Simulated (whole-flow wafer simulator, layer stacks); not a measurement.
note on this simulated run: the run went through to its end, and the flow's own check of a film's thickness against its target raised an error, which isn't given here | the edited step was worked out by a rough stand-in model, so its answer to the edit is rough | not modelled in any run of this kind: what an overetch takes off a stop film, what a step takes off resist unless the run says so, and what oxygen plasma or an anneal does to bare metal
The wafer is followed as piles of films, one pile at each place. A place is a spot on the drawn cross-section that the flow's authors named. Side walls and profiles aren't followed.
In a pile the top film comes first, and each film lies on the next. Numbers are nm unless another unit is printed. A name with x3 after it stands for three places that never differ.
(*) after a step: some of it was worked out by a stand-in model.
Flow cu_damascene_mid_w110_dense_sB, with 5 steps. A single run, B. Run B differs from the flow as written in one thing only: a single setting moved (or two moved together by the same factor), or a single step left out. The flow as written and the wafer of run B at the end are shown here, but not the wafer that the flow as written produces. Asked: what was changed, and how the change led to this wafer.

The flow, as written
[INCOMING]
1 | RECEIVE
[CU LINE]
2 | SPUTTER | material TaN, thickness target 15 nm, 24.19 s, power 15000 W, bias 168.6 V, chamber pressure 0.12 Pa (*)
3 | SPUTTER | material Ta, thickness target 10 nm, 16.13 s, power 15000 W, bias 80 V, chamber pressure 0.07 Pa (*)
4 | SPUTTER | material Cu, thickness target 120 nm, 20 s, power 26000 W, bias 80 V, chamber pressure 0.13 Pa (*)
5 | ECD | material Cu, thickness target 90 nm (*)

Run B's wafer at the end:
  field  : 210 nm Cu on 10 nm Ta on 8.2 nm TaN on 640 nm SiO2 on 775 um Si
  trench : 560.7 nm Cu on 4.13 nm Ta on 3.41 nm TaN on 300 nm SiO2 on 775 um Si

What caused this: step 2, SPUTTER: thickness target 8.2 nm was run, while the flow as written has thickness target 15 nm; step 2, SPUTTER: 13.3 s was run, where the flow has 24.19 s.
The wafer itself shows it: field has TaN 8.2, and step 2 as written asks for 15 nm.

The path from the change to this, step by step:
  2 | SPUTTER | material TaN, thickness target 15 nm, 24.19 s, power 15000 W, bias 168.6 V, chamber pressure 0.12 Pa (*)
      field: +8.2 TaN (new film) (in the flow as written it would be: +15 TaN (new film))
      trench: +3.41 TaN (new film) (in the flow as written it would be: +6.23 TaN (new film))
  4 | SPUTTER | material Cu, thickness target 120 nm, 20 s, power 26000 W, bias 80 V, chamber pressure 0.13 Pa (*)
      trench: +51 Cu (new film) (in the flow as written it would be: +49.9 Cu (new film))
